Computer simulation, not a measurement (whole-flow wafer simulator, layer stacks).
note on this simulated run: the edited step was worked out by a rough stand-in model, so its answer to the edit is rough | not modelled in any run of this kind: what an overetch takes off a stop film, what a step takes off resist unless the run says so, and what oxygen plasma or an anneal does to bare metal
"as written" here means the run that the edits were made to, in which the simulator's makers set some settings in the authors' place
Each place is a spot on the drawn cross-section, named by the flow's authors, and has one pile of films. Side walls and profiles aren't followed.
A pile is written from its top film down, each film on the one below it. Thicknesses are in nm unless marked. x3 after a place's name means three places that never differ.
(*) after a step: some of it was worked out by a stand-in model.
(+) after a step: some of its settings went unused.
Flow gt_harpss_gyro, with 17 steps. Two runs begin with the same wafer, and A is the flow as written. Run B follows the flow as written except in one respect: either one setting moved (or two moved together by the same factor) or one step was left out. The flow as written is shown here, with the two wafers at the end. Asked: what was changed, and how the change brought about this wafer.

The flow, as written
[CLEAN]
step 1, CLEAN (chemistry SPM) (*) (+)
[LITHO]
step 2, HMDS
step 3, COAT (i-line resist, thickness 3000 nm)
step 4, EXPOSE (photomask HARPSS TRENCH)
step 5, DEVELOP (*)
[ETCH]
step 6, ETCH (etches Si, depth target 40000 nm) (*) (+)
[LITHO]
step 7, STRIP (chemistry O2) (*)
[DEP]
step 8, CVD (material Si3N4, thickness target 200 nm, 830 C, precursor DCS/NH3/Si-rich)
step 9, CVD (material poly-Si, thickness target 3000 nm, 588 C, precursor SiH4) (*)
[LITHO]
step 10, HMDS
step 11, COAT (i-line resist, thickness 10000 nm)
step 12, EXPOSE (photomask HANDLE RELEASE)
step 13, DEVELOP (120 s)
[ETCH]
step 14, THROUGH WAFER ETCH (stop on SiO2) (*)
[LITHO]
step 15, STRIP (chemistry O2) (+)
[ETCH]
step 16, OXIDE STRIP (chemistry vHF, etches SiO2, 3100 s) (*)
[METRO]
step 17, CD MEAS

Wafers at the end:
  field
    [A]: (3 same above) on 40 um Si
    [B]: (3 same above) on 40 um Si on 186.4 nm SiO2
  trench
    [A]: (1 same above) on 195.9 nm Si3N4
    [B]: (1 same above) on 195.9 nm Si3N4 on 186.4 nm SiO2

Cause: step 16, OXIDE STRIP: 2337 s was run, while the flow as written has 3100 s.

How this came from the change, step by step:
  step 16, OXIDE STRIP (chemistry vHF, etches SiO2, 3100 s) (*)
      field: A under 4 films: -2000 SiO2 (all of it) | B under 4 films: -1813.6 SiO2
      trench: A under 2 films: -2000 SiO2 (all of it) | B under 2 films: -1813.6 SiO2
